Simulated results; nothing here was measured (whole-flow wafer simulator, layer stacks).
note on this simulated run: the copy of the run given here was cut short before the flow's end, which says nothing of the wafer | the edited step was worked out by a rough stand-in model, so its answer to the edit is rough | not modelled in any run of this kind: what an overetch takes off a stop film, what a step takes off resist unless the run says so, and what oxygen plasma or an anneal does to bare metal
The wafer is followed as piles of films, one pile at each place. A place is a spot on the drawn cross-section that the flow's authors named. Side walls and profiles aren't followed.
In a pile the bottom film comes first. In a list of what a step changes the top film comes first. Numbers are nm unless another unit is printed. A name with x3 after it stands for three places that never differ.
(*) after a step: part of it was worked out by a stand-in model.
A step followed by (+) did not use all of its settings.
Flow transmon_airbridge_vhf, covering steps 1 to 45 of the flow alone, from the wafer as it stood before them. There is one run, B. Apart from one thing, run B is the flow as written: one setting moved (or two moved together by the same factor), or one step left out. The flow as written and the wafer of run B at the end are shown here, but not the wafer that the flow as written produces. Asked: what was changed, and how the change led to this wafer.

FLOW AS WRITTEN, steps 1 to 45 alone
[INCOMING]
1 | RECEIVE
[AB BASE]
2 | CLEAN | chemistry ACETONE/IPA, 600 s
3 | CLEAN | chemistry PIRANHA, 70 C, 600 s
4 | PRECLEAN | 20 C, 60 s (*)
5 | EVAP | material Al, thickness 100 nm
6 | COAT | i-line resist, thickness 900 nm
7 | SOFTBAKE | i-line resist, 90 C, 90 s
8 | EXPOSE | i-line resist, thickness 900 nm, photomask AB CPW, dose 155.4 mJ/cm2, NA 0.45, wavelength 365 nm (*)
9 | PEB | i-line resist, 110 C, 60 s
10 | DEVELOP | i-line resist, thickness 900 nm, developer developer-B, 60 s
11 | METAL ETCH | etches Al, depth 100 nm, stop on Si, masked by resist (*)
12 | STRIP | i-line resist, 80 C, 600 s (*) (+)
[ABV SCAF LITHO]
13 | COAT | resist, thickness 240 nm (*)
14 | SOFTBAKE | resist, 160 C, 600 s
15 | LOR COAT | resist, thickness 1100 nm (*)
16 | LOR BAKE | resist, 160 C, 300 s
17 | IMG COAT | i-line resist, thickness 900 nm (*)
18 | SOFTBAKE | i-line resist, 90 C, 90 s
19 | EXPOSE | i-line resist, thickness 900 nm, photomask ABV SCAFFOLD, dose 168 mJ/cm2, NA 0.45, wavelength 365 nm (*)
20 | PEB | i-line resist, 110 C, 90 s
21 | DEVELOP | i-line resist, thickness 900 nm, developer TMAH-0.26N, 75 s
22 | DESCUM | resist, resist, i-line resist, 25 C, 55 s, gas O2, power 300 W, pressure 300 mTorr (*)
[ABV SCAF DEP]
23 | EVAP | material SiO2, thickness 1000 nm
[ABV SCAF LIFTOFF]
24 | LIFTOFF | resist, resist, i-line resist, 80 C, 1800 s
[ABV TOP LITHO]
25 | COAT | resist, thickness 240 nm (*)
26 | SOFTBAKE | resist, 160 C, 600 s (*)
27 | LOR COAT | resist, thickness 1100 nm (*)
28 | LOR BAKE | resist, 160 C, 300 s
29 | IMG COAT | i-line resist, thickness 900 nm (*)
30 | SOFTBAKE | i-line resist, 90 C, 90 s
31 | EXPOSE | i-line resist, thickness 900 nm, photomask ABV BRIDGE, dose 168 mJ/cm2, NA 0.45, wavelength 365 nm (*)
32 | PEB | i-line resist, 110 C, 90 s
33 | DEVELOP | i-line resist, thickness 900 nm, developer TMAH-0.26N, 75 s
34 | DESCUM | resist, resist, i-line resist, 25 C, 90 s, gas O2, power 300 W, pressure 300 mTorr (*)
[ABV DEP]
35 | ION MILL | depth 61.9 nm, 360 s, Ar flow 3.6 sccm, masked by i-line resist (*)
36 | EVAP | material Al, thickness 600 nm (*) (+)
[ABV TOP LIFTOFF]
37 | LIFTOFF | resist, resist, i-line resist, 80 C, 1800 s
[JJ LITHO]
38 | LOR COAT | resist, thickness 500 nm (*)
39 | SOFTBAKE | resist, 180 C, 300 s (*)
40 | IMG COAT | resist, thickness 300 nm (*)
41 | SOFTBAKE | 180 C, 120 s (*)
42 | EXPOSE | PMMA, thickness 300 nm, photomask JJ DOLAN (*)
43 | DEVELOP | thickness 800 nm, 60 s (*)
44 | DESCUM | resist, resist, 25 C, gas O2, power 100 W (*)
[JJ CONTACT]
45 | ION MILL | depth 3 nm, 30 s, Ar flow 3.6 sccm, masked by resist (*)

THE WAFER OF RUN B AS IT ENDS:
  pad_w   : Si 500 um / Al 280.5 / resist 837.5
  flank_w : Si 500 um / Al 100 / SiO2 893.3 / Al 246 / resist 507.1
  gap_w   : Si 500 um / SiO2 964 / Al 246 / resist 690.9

What caused this: step 36, EVAP: thickness 246 nm was run, though the flow has thickness 600 nm.
The wafer lets one read it off: flank_w has Al 246, and step 36 as written asks for 600 nm.

The path from the change to this, step by step:
  36 | EVAP | material Al, thickness 600 nm (*) (+)
      field x3, jj_line, ground_far and 10 more: Al gains 246 (new film) (as written it would have been: Al gains 600 (new film))
      pad_w, pad_e: Al gains 242.4 (as written it would have been: Al gains 591.2)
  37 | LIFTOFF | resist, resist, i-line resist, 80 C, 1800 s
      field x3, jj_line, trace_open_s x2: Al loses 246 (all of it), i-line resist loses 600 (all of it), resist loses 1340 (all of it) (as written it would have been: Al loses 600 (all of it), i-line resist loses 600 (all of it), resist loses 1340 (all of it))
      margin_s, margin_n: Al loses 246 (all of it), i-line resist loses 318.3 (all of it), resist loses 992 (all of it) (as written it would have been: Al loses 600 (all of it), i-line resist loses 318.3 (all of it), resist loses 992 (all of it))
      (as well as at 1 more place)
  38 | LOR COAT | resist, thickness 500 nm (*)
      pad_w, pad_e: resist gains 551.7 (new film) (as written it would have been: resist gains 517 (new film))
      flank_w, flank_e: resist gains 314.7 (new film) (as written it would have been: resist gains 306.5 (new film))
      (as well as at 6 more places)
  40 | IMG COAT | resist, thickness 300 nm (*)
      pad_w, pad_e: resist gains 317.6 (as written it would have been: resist gains 300.1)
      flank_w, flank_e: resist gains 224.2 (as written it would have been: resist gains 212.1)
      (as well as at 6 more places)
